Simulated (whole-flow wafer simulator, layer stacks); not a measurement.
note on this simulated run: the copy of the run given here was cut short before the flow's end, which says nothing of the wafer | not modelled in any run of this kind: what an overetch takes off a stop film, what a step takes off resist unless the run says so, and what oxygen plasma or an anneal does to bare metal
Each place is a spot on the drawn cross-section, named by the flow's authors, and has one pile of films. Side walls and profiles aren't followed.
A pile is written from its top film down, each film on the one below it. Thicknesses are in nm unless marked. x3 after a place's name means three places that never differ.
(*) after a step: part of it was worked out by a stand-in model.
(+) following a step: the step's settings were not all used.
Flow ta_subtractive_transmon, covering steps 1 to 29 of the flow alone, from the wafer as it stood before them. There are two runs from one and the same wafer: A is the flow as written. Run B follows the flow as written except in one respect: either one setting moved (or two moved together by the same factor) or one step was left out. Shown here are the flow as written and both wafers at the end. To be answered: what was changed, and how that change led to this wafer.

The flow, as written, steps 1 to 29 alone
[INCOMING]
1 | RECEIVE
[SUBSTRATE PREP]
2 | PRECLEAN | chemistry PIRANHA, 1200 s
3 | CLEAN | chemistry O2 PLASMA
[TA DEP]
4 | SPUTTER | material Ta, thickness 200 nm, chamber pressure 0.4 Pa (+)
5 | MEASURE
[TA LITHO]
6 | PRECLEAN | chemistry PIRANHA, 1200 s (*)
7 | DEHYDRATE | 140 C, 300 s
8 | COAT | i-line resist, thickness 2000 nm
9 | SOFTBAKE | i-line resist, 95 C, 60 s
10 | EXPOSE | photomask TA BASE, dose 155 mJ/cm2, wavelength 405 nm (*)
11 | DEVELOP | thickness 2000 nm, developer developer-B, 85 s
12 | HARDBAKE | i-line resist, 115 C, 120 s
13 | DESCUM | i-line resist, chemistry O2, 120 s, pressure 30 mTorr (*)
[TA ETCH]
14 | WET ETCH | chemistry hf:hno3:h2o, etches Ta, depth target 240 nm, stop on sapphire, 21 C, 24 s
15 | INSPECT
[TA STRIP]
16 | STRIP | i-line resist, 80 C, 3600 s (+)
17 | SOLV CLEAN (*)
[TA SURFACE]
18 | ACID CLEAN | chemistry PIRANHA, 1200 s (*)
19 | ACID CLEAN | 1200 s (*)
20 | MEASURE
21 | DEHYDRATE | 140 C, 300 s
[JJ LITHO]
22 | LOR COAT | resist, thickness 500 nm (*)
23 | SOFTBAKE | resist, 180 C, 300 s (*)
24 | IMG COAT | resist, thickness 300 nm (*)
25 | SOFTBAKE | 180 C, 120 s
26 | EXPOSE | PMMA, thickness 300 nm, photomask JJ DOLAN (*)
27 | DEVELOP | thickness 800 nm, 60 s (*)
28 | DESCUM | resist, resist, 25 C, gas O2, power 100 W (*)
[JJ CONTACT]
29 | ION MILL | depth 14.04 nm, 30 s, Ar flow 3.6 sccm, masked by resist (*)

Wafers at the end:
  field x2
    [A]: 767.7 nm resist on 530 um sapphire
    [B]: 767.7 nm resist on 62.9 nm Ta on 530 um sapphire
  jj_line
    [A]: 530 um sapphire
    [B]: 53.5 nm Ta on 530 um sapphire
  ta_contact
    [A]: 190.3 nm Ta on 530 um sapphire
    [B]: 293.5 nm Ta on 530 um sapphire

What caused this: step 4, SPUTTER: thickness 303.2 nm was run, whereas the flow has thickness 200 nm.

Step by step, how the change led to this:
  4 | SPUTTER | material Ta, thickness 200 nm, chamber pressure 0.4 Pa (+)
      field x2, jj_line, lead, ta_contact, ta_pad: A Ta gains 200 (new film) | B Ta gains 303.2 (new film)
  14 | WET ETCH | chemistry hf:hno3:h2o, etches Ta, depth target 240 nm, stop on sapphire, 21 C, 24 s
      field x2, jj_line, lead: A Ta loses 200 (all of it) | B Ta loses 240
  22 | LOR COAT | resist, thickness 500 nm (*)
      ta_contact: A resist gains 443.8 (new film) | B resist gains 433.7 (new film)
  29 | ION MILL | depth 14.04 nm, 30 s, Ar flow 3.6 sccm, masked by resist (*)
      jj_line, lead: A sapphire loses 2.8 | B Ta loses 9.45
If metal films that touch count as one body, field x2 has 1 body; the flow as written gives 0 bodies.
If metal films that touch count as one body, jj_line has 1 body; the flow as written gives 0 bodies.
